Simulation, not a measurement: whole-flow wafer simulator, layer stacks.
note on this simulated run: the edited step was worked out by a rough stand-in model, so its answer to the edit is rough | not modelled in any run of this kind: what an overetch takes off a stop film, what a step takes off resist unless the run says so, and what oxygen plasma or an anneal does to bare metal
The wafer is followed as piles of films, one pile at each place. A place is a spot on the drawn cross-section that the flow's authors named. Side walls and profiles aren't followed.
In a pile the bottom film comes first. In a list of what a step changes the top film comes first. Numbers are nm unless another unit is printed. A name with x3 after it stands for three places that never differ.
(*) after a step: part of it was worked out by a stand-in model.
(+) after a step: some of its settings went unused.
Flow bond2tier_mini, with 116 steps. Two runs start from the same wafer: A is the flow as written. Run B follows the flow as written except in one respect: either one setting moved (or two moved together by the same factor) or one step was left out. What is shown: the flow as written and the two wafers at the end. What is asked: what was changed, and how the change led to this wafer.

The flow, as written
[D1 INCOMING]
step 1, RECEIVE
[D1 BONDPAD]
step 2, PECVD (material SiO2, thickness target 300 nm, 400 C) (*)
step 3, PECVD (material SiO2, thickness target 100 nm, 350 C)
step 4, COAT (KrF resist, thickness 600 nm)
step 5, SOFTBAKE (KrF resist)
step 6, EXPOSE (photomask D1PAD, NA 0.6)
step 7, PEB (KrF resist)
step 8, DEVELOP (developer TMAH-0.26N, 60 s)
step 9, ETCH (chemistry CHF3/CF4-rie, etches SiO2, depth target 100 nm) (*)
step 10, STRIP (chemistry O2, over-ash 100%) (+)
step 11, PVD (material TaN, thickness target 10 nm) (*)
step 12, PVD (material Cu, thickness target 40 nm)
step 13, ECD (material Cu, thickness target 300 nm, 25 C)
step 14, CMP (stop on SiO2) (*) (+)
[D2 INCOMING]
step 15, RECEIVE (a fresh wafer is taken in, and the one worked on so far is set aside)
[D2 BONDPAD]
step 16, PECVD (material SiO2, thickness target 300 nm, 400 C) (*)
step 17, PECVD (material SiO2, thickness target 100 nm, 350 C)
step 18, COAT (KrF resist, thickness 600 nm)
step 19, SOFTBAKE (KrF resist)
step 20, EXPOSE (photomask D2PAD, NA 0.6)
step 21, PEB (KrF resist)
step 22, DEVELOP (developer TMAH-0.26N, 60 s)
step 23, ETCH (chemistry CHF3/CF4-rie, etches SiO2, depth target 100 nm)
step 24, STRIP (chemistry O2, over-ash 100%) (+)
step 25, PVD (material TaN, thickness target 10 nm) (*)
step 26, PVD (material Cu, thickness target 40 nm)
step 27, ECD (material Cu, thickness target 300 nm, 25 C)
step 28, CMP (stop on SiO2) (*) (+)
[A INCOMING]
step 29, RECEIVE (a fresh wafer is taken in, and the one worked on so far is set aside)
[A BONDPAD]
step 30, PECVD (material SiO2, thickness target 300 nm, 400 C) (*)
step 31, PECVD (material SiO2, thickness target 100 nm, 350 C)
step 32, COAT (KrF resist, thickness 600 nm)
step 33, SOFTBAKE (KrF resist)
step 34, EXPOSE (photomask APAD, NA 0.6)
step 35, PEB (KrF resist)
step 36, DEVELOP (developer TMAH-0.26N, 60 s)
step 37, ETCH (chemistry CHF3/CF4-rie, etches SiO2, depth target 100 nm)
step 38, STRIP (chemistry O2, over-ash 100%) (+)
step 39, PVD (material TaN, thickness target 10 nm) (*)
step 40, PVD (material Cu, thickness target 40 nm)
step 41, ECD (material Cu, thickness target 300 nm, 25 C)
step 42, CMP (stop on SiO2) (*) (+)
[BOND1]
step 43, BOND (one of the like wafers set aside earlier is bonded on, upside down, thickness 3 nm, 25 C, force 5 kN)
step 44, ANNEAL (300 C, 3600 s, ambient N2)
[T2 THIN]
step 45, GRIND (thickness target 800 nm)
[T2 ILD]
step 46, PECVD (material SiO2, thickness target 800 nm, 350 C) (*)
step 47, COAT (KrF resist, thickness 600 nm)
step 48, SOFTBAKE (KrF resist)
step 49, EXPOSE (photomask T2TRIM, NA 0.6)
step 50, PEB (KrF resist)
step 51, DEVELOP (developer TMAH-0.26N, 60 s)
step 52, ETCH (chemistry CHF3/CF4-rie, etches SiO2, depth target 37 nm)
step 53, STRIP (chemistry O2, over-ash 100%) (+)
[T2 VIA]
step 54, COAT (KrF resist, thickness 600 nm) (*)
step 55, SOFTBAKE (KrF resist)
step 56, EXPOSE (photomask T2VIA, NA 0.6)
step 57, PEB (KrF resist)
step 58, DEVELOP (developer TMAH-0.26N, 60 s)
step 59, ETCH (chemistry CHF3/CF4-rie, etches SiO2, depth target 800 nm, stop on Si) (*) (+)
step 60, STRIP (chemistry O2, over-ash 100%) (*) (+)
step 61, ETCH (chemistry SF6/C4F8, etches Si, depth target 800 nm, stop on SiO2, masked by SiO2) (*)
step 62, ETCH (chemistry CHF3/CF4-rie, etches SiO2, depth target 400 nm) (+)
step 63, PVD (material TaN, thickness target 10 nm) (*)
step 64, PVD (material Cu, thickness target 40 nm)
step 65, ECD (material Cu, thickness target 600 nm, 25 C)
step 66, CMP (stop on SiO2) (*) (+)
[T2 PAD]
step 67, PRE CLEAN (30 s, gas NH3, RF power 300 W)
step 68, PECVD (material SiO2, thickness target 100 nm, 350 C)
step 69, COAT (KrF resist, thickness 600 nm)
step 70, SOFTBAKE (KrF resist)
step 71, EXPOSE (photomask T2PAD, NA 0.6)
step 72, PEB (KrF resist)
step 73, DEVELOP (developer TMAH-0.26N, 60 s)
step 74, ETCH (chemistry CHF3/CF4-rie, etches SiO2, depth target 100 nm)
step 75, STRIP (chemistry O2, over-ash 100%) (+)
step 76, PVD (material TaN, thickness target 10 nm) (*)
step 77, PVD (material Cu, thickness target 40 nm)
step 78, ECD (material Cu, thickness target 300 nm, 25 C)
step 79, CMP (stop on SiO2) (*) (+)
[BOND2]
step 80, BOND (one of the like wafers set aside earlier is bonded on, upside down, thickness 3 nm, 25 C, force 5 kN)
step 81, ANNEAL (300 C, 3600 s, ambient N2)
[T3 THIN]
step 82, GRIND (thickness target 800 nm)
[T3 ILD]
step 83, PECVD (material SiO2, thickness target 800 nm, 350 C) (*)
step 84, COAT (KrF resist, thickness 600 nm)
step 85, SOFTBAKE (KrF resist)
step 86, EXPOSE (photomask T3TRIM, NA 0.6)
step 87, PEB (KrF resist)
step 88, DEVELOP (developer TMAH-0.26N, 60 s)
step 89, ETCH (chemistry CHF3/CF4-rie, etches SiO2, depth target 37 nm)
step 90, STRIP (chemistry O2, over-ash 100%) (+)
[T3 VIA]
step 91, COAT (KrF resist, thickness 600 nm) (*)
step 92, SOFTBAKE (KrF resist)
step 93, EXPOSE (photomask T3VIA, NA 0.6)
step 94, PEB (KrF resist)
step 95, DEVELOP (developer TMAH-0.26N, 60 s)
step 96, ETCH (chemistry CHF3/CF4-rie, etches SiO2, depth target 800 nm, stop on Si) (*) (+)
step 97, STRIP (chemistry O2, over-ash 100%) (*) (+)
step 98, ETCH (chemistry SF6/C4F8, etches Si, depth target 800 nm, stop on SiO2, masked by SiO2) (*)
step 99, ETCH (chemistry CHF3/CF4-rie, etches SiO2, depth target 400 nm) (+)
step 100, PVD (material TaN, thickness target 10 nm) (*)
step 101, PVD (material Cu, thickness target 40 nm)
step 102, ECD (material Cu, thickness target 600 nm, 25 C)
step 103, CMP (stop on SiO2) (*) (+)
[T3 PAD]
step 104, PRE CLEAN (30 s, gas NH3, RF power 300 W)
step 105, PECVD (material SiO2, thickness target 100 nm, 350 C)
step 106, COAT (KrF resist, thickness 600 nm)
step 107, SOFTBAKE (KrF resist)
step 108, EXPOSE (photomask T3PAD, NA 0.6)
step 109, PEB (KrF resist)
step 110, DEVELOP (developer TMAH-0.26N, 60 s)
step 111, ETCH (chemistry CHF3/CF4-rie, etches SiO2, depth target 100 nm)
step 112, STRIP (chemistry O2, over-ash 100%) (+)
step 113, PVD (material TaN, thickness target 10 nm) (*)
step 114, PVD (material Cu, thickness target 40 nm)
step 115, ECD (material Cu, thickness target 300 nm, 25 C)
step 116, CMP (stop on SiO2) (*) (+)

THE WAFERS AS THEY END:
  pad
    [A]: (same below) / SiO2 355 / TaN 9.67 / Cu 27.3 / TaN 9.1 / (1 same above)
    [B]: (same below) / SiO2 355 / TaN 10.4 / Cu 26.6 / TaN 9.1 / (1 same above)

What caused this: step 100, PVD: thickness target 10.8 nm was run, though the flow has thickness target 10 nm.

The path from the change to this, step by step:
  step 100, PVD (material TaN, thickness target 10 nm) (*)
      field: A TaN gains 10 (new film) | B TaN gains 10.8 (new film)
      pad: A TaN gains 9.67 (new film) | B TaN gains 10.4 (new film)
  step 103, CMP (stop on SiO2) (*) (+)
      field: A Cu loses 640 (all of it), TaN loses 10 (all of it) | B Cu loses 640 (all of it), TaN loses 10.8 (all of it)
